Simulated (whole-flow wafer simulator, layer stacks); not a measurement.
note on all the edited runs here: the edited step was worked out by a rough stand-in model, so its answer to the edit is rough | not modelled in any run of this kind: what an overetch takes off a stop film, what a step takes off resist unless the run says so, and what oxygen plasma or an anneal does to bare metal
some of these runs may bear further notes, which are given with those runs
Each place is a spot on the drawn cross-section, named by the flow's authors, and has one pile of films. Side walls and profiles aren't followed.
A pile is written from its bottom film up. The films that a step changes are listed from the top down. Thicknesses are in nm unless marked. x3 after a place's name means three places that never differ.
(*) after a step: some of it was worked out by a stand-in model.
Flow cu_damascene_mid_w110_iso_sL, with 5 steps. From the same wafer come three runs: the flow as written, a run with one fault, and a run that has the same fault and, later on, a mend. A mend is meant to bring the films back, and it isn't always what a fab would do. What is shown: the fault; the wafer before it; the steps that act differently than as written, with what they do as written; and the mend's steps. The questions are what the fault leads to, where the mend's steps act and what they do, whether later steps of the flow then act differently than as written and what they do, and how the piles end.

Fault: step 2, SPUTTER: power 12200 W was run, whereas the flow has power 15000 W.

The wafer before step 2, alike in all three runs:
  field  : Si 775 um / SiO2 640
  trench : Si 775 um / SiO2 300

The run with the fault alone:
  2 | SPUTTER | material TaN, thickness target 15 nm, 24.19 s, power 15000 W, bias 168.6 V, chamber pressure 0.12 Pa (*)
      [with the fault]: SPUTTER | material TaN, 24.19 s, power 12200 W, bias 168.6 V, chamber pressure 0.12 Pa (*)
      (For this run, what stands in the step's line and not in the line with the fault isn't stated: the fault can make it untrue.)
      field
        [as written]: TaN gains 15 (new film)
        [with the fault]: TaN gains 12.2 (new film)
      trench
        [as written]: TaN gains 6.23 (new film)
        [with the fault]: TaN gains 5.06 (new film)
  Every later step of the flow that is run acts as written, at every place that is followed, to within 2% or 0.5 nm, whichever is larger.
  At field, trench, the piles at the end differ from the flow's by more than 2% or 0.5 nm, whichever is larger.
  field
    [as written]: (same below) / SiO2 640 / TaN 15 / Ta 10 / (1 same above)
    [with the fault]: (same below) / SiO2 640 / TaN 12.2 / Ta 10 / (1 same above)
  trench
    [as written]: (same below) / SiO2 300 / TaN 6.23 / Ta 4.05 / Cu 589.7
    [with the fault]: (same below) / SiO2 300 / TaN 5.06 / Ta 4.08 / Cu 588.1

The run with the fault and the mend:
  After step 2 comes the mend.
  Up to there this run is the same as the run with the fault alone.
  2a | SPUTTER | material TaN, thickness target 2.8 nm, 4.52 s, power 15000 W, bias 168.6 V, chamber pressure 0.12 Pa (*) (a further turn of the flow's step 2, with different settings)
      field
        TaN gains 2.8
      trench
        TaN gains 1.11
  Every later step of the flow that is run acts as written at every place that is followed.
  At the end the piles are close to the flow's at the places that both follow, differing by at most 2% or 0.5 nm, whichever is larger.
